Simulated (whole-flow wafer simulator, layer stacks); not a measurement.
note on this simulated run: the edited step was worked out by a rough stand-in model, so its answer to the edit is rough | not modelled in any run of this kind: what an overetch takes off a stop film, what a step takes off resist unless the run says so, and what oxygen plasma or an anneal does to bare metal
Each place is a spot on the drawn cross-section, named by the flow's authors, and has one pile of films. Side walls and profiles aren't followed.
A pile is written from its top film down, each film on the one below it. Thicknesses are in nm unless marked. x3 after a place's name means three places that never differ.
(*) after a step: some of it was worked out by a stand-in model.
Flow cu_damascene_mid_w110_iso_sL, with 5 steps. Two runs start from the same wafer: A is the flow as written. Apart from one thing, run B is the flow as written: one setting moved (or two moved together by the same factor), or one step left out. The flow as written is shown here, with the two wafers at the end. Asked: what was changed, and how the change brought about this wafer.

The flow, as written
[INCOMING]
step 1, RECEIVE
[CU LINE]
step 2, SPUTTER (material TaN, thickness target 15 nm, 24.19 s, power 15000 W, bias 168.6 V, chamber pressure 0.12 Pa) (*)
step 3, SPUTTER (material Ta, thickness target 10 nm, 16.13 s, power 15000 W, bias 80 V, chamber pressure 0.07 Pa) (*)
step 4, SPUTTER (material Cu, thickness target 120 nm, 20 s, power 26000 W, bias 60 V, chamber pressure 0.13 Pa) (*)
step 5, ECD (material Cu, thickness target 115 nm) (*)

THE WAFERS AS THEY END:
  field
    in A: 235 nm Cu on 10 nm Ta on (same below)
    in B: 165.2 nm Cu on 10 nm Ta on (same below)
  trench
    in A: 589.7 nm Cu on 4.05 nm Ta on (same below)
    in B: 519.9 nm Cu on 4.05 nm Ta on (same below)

What caused this: step 5, ECD: thickness target 45.2 nm was run, whereas the flow has thickness target 115 nm.

How this came from the change, step by step:
  step 5, ECD (material Cu, thickness target 115 nm) (*)
      field: A +115 Cu | B +45.2 Cu
      trench: A +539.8 Cu | B +470 Cu
